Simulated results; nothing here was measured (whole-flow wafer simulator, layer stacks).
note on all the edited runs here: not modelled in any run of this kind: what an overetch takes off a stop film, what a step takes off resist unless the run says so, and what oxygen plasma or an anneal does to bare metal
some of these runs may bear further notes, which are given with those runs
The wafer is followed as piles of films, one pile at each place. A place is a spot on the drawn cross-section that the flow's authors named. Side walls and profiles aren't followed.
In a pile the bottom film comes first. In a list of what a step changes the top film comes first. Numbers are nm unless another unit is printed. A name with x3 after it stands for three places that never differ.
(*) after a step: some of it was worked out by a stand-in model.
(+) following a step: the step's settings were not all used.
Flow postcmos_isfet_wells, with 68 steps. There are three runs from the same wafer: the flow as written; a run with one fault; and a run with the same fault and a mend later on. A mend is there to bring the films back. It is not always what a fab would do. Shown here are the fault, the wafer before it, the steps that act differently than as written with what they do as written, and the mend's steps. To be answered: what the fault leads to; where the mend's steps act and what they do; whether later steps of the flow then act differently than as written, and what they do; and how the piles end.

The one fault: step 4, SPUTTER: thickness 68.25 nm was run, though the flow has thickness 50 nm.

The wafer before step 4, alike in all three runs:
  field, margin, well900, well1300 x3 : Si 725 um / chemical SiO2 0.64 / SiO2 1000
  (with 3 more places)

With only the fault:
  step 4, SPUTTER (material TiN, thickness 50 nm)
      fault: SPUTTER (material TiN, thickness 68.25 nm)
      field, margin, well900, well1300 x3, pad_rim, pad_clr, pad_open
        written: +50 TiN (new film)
        fault: +68.2 TiN (new film)
  Steps later in the flow that act otherwise than as written (1 other step is not shown; it differs only slightly, by no more than 2% or 0.5 nm, whichever is larger):
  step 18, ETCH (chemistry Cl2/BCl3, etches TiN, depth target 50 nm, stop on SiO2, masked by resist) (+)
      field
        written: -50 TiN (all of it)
        fault: -50 TiN
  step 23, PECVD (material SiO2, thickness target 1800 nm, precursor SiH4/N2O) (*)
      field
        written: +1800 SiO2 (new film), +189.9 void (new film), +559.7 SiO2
        fault: +1800 SiO2 (new film), +190.2 void (new film), +559.8 SiO2 (new film)
  By the end, the piles at field, margin, well900, well1300 x3, pad_rim, pad_clr, pad_open depart from the flow's by more than 2% or 0.5 nm, whichever is larger.
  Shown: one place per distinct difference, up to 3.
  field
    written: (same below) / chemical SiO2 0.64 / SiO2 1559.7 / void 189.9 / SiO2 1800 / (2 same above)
    fault: (same below) / chemical SiO2 0.64 / SiO2 1000 / TiN 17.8 / SiO2 559.8 / void 190.2 / SiO2 1800 / (2 same above)
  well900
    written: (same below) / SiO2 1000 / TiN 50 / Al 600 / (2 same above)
    fault: (same below) / SiO2 1000 / TiN 68.2 / Al 600 / (2 same above)
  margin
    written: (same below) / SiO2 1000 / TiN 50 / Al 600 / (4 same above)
    fault: (same below) / SiO2 1000 / TiN 68.2 / Al 600 / (4 same above)

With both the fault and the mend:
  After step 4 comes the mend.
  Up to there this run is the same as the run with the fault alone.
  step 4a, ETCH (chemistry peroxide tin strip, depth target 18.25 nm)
      field, margin, well900, well1300 x3, pad_rim, pad_clr, pad_open
        -18.2 TiN
  Later steps of the flow that are run all act as written at every place that is followed.
  At every place that both follow, the piles at the end match the flow's.
